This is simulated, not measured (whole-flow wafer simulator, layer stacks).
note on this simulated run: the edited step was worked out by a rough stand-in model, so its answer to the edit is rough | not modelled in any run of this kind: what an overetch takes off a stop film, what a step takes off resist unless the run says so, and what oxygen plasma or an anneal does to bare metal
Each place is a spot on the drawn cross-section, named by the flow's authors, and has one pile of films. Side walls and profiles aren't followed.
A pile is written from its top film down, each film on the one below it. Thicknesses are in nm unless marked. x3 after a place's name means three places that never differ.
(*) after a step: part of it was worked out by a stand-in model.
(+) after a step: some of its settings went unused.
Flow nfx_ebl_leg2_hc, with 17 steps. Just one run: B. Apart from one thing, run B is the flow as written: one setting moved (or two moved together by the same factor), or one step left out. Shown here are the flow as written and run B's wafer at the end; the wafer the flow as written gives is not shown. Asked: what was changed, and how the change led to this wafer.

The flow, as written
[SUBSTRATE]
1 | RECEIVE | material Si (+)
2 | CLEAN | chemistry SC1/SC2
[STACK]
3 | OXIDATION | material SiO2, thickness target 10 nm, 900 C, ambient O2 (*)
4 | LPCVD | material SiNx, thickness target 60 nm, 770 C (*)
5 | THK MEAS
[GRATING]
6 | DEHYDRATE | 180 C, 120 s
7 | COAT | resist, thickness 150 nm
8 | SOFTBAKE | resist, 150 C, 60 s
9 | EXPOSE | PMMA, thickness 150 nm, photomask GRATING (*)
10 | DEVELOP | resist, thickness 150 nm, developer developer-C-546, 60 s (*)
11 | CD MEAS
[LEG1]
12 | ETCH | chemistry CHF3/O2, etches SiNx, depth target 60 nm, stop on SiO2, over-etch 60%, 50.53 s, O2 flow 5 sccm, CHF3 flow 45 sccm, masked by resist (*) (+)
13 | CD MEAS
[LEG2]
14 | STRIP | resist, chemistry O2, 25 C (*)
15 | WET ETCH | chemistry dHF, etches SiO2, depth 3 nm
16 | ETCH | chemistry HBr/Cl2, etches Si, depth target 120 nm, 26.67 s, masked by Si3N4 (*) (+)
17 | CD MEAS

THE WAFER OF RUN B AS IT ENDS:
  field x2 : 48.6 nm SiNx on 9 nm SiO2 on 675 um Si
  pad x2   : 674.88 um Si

The reason: step 3, OXIDATION: thickness target 9 nm was run, while the flow as written has thickness target 10 nm.
The wafer itself shows it: field x2 has SiO2 9, and step 3 as written asks for 10 nm.

Step by step, how the change led to this:
  3 | OXIDATION | material SiO2, thickness target 10 nm, 900 C, ambient O2 (*)
      field x2, pad x2: SiO2 gains 9 (new film), chemical SiO2 loses 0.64 (all of it), Si loses 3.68 (in the flow as written it would be: SiO2 gains 10 (new film), chemical SiO2 loses 0.64 (all of it), Si loses 4.12)
  12 | ETCH | chemistry CHF3/O2, etches SiNx, depth target 60 nm, stop on SiO2, over-etch 60%, 50.53 s, O2 flow 5 sccm, CHF3 flow 45 sccm, masked by resist (*) (+)
      pad x2: SiNx loses 60 (all of it), SiO2 loses 9 (all of it) (in the flow as written it would be: SiNx loses 60 (all of it), SiO2 loses 10 (all of it))
